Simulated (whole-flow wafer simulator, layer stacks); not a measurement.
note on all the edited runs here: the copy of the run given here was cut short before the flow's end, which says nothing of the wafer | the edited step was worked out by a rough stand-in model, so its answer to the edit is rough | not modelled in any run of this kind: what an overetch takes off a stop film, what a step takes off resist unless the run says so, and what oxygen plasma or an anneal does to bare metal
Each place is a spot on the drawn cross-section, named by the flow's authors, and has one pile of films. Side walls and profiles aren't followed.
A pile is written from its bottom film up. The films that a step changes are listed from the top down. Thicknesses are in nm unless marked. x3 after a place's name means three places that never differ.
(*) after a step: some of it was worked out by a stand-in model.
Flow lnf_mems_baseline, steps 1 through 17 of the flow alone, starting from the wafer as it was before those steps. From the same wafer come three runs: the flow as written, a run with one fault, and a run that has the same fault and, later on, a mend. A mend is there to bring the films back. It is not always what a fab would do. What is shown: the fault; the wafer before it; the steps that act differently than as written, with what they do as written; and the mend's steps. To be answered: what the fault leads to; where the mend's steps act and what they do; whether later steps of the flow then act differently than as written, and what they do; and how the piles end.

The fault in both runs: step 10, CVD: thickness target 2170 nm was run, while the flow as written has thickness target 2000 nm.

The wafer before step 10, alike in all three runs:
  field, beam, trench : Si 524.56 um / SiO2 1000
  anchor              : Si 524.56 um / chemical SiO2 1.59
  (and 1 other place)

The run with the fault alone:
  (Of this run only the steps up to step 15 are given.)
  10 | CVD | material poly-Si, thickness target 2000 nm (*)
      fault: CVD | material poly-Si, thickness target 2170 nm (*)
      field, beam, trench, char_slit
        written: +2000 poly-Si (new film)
        fault: +2170 poly-Si (new film)
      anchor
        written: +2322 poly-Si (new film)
        fault: +2567.2 poly-Si (new film)
  Later steps of the flow acting differently than as written (not shown: 2 more steps that differ only slightly, by at most 2% or 0.5 nm, whichever is larger):
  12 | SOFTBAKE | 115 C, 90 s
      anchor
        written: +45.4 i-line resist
        fault: +42.6 i-line resist
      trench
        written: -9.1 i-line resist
        fault: -8.47 i-line resist
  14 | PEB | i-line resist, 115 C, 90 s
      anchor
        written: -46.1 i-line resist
        fault: -44.8 i-line resist
  The piles after step 15 differ from the flow's at field, anchor, beam, trench, char_slit by more than 2% or 0.5 nm, whichever is larger.
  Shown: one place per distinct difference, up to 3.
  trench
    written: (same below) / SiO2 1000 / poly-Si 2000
    fault: (same below) / SiO2 1000 / poly-Si 2170
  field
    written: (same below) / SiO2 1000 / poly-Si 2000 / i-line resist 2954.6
    fault: (same below) / SiO2 1000 / poly-Si 2170 / i-line resist 2955.1
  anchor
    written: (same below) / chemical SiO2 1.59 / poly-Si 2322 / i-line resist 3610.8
    fault: (same below) / chemical SiO2 1.59 / poly-Si 2567.2 / i-line resist 3538.1

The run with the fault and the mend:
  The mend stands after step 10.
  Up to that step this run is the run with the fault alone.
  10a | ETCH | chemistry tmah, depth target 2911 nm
      field, beam, trench, char_slit
        -2170 poly-Si (all of it)
      anchor
        -2567.2 poly-Si (all of it)
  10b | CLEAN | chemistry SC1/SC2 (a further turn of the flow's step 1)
      leaves every film unchanged at each place that is followed
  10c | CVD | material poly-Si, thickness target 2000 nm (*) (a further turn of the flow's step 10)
      field, beam, trench, char_slit
        +2000 poly-Si (new film)
      anchor
        +2322 poly-Si (new film)
  Later steps of the flow that are run all act as written at every place that is followed.
  By the end, the piles equal the flow's at every place that both follow.
